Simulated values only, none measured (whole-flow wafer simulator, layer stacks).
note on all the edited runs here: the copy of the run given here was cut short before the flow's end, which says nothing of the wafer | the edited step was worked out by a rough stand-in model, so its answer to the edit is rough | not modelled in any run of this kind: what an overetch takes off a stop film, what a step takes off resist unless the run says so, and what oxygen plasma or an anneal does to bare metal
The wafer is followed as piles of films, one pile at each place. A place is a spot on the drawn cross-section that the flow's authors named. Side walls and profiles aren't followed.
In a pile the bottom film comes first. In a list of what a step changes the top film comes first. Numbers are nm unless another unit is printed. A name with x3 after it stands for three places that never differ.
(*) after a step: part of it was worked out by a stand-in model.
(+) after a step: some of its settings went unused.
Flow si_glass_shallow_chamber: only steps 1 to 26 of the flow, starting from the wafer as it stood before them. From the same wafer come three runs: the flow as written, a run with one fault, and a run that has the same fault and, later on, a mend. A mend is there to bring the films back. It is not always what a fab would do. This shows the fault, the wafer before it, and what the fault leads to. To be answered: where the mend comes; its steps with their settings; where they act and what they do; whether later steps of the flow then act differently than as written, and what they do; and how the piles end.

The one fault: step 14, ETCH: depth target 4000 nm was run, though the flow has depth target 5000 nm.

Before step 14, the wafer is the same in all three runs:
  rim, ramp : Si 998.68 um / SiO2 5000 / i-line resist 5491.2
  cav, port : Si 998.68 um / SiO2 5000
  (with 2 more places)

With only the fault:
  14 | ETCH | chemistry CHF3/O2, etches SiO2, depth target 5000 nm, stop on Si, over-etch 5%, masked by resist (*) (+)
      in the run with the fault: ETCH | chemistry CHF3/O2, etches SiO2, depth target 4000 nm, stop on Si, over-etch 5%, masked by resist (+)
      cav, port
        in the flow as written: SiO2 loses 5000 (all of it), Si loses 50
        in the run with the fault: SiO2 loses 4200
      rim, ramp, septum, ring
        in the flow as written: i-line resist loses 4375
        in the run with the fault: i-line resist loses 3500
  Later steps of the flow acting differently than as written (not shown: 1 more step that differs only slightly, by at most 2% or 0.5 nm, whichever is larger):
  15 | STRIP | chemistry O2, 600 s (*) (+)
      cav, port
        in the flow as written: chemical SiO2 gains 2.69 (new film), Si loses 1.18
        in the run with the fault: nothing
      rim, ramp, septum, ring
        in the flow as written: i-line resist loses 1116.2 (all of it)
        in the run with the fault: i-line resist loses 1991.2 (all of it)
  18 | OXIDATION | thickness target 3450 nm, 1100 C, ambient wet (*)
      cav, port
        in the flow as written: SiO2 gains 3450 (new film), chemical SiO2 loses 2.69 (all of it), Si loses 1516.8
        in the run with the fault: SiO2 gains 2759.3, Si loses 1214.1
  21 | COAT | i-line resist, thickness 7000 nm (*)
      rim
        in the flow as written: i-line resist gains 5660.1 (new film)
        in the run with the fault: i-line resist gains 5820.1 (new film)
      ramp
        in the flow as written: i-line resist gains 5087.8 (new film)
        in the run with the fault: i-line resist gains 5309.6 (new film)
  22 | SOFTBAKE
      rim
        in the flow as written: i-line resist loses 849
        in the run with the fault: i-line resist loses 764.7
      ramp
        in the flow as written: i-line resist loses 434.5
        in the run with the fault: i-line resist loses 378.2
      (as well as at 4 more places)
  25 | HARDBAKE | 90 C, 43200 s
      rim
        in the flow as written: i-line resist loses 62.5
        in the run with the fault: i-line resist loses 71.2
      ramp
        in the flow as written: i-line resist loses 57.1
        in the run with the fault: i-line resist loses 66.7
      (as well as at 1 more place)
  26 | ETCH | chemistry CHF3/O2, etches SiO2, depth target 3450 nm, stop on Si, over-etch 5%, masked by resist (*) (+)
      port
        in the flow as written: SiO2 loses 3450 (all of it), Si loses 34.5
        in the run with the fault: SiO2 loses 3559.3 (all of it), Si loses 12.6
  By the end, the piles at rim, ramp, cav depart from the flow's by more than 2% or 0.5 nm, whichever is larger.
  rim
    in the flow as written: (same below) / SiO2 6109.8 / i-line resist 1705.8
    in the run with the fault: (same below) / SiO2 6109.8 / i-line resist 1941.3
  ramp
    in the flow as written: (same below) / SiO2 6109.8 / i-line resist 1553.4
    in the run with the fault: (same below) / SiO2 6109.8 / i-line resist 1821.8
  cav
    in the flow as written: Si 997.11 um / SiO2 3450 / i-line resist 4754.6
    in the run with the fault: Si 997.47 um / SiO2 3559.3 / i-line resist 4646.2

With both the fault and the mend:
  The mend stands after step 14.
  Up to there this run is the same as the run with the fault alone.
  14a | ETCH | chemistry CHF3/O2, etches SiO2, depth target 1000 nm, stop on Si, over-etch 5%, masked by resist (*) (the flow's step 14, run once more with other settings)
      rim, ramp, septum, ring
        i-line resist loses 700
      cav, port
        SiO2 loses 800 (all of it), Si loses 50
  Later steps of the flow acting differently than as written:
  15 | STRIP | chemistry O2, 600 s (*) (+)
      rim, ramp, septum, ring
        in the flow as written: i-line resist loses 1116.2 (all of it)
        in the run with the mend: i-line resist loses 1291.2 (all of it)
  The piles end the same as the flow's at every place that both follow.
